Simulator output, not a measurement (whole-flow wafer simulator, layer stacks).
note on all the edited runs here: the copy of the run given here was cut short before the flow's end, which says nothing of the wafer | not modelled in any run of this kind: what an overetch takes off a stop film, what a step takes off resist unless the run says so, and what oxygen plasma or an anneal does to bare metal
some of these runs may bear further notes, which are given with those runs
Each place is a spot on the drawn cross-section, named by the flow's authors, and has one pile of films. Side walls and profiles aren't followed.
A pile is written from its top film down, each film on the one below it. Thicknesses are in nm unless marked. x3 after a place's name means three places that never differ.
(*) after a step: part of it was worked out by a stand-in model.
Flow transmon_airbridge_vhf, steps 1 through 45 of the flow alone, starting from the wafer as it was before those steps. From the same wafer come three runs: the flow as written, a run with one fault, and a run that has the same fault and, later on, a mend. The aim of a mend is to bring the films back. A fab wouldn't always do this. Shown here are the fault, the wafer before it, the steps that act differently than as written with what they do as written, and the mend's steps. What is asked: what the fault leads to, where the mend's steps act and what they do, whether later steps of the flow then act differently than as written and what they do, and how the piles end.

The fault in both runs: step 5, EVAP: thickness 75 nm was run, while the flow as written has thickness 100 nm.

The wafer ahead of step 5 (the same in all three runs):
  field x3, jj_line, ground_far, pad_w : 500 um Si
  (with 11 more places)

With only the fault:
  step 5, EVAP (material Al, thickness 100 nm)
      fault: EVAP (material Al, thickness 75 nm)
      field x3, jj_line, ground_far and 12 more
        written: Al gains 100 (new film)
        fault: Al gains 75 (new film)
  Later steps of the flow acting differently than as written (not shown: 19 more steps that differ only slightly, by at most 2% or 0.5 nm, whichever is larger):
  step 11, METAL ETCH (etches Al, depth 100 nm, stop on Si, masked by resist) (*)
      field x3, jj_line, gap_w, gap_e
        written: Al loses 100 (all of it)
        fault: Al loses 75 (all of it)
  The piles end different from the flow's at ground_far, pad_w, flank_w and 8 more by more than 2% or 0.5 nm, whichever is larger.
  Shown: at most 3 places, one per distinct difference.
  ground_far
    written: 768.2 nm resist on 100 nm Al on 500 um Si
    fault: 768.2 nm resist on 75 nm Al on 500 um Si
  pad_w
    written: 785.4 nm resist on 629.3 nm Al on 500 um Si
    fault: 786.6 nm resist on 604.3 nm Al on 500 um Si
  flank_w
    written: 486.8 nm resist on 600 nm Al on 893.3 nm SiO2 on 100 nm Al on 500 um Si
    fault: 492 nm resist on 600 nm Al on 893.2 nm SiO2 on 75 nm Al on 500 um Si

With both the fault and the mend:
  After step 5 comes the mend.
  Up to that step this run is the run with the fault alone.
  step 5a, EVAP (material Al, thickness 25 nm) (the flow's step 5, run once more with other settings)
      field x3, jj_line, ground_far and 12 more
        Al gains 25
  None of the later steps of the flow acts differently than as written at any place that is followed.
  At every place that both follow, the piles at the end match the flow's.
